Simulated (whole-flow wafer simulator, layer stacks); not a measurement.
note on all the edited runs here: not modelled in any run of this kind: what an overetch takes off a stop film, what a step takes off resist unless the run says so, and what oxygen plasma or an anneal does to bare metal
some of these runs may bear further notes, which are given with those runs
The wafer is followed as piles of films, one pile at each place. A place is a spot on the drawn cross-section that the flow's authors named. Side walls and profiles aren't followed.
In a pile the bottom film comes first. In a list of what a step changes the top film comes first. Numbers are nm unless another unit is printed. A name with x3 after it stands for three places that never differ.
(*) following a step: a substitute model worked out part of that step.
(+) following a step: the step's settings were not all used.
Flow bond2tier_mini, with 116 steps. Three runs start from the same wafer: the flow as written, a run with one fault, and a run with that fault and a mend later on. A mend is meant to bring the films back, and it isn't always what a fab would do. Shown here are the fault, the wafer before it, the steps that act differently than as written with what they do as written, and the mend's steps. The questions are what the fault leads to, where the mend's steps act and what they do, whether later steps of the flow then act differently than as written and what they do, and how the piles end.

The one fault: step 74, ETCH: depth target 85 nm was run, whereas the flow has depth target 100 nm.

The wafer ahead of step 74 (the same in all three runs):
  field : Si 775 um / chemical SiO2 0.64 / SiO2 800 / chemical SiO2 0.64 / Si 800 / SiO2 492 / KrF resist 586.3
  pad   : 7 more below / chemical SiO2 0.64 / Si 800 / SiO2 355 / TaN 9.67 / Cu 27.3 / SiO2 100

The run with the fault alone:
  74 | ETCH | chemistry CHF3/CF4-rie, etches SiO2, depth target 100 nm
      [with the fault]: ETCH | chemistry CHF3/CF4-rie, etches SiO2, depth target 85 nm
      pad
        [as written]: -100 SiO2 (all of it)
        [with the fault]: -85 SiO2
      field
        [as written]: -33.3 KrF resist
        [with the fault]: -28.3 KrF resist
  Later steps of the flow acting differently than as written (3 more steps, not shown, differ only slightly: by at most 2% or 0.5 nm, whichever is larger):
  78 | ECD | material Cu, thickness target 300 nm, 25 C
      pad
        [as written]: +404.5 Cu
        [with the fault]: +388.8 Cu
  The piles end different from the flow's at pad by more than 2% or 0.5 nm, whichever is larger.
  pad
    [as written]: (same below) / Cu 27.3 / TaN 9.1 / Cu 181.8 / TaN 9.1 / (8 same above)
    [with the fault]: (same below) / Cu 27.3 / SiO2 15 / TaN 9.24 / Cu 166.7 / TaN 9.1 / (8 same above)

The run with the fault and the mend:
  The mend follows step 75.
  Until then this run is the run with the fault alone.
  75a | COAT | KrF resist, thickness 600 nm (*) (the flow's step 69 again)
      field
        +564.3 KrF resist (new film)
      pad
        +637.3 KrF resist (new film)
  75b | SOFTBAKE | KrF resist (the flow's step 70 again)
      alters no film at any place that is followed
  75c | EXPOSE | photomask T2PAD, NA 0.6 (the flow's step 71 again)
      alters no film at any place that is followed
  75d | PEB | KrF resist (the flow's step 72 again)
      alters no film at any place that is followed
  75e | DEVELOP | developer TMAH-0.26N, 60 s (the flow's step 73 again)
      field
        -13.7 KrF resist
      pad
        -637.3 KrF resist (all of it)
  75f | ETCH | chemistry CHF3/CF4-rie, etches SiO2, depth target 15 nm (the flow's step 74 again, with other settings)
      field
        -5 KrF resist
      pad
        -15 SiO2 (all of it)
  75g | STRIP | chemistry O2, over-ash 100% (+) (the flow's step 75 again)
      field
        -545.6 KrF resist (all of it)
  None of the later steps of the flow acts differently than as written at any place that is followed.
  The piles end the same as the flow's at every place that both follow.
